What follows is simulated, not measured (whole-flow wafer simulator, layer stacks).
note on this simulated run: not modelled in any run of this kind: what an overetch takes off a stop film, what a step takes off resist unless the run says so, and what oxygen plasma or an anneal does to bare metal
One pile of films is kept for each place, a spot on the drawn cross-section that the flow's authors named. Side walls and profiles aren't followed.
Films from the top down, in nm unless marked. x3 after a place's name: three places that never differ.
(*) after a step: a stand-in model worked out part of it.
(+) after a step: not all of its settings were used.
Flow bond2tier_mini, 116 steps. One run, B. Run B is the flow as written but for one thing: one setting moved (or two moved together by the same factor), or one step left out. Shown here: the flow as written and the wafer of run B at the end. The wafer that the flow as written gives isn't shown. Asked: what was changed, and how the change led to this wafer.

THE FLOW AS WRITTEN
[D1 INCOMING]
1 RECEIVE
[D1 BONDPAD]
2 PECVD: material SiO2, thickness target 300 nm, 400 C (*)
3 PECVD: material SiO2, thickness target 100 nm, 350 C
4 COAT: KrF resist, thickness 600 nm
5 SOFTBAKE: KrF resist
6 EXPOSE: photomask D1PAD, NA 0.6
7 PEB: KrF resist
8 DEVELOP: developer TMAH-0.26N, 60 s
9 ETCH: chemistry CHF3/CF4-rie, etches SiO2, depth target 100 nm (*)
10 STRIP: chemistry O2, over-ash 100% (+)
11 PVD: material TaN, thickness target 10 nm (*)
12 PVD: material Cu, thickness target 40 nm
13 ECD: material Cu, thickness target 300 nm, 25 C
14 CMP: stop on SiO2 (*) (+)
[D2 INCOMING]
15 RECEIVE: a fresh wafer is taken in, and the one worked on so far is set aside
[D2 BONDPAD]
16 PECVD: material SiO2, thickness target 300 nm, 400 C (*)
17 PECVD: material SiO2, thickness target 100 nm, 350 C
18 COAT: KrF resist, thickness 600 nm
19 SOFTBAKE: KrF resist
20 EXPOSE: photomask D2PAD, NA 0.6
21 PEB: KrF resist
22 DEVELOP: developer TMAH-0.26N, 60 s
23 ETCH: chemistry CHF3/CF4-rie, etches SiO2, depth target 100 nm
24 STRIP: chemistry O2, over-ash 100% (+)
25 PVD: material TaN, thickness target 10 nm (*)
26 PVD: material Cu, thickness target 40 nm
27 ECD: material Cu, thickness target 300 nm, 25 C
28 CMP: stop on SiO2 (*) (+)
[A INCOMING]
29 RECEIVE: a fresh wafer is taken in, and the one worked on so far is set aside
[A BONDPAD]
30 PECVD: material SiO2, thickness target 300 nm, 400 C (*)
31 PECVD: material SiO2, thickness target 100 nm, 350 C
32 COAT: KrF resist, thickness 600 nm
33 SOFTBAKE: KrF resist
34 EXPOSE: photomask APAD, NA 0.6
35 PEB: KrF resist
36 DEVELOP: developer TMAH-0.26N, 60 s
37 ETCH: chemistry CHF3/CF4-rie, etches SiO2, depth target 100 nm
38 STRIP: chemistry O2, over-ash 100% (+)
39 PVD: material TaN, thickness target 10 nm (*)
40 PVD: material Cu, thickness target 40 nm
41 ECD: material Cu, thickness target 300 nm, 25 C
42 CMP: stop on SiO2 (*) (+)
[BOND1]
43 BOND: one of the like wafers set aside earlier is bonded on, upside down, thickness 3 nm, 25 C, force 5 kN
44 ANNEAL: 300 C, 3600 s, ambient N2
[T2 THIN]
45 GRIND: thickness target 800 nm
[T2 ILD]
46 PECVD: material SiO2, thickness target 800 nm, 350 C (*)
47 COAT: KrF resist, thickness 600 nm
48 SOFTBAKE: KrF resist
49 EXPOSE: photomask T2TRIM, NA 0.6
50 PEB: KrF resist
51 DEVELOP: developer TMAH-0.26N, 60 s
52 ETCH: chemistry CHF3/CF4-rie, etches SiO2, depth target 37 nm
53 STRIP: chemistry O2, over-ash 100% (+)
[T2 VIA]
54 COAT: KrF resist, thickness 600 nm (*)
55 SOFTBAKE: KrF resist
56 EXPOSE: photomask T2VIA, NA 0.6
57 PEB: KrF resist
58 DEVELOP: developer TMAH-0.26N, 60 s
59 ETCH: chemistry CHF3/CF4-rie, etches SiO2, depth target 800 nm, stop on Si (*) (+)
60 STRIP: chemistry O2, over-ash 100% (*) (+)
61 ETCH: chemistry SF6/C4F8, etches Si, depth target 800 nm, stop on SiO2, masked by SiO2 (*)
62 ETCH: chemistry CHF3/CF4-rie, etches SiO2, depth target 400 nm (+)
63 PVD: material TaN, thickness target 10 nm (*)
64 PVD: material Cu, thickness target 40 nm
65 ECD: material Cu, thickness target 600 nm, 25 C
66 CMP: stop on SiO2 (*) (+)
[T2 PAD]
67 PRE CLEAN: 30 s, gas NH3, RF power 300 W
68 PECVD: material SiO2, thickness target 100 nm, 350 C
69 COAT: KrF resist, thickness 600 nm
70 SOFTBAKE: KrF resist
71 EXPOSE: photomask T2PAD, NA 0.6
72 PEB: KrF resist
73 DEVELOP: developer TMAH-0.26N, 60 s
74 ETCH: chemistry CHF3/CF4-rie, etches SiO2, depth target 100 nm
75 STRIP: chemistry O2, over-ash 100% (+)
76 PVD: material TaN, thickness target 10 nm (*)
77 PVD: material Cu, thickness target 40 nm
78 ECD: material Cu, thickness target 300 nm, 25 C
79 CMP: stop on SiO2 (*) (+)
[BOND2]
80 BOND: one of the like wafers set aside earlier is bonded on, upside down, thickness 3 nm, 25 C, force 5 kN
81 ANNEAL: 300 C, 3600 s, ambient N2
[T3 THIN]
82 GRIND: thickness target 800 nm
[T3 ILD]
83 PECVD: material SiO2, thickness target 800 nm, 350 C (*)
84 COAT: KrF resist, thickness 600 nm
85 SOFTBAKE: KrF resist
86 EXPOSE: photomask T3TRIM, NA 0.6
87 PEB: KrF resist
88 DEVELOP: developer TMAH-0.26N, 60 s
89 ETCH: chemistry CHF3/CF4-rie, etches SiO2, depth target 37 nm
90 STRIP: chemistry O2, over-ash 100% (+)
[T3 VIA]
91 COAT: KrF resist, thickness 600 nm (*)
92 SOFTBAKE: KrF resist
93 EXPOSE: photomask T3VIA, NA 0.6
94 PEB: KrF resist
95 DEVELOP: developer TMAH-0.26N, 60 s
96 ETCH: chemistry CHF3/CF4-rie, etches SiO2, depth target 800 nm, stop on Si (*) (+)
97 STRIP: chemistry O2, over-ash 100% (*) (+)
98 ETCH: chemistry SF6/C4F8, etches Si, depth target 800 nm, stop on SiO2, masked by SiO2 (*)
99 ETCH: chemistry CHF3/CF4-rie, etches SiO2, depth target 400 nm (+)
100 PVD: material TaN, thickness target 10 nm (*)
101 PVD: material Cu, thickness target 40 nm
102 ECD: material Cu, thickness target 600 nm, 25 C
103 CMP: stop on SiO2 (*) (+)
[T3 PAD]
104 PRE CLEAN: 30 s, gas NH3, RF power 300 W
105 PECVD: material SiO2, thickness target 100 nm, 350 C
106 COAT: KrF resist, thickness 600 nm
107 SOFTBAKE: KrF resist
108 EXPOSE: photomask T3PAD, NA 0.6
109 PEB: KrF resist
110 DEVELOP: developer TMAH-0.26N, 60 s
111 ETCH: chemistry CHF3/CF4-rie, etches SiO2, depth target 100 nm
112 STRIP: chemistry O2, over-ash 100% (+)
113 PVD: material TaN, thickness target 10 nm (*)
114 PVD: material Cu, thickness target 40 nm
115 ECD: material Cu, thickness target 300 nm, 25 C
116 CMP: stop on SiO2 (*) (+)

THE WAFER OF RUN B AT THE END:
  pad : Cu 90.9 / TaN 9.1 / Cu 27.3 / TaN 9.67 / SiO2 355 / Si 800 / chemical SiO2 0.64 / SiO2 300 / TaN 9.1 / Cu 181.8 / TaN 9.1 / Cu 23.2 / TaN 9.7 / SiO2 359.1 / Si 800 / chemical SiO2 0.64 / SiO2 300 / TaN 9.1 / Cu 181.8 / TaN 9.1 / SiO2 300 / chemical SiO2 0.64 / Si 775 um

The cause: step 52, ETCH: depth target 32.9 nm was run, where the flow has depth target 37 nm.

How the change led to this, step by step:
  52 ETCH: chemistry CHF3/CF4-rie, etches SiO2, depth target 37 nm
      pad, via: SiO2 -32.9 (as written it would be: SiO2 -37)
      field: KrF resist -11 (as written it would be: KrF resist -12.3)
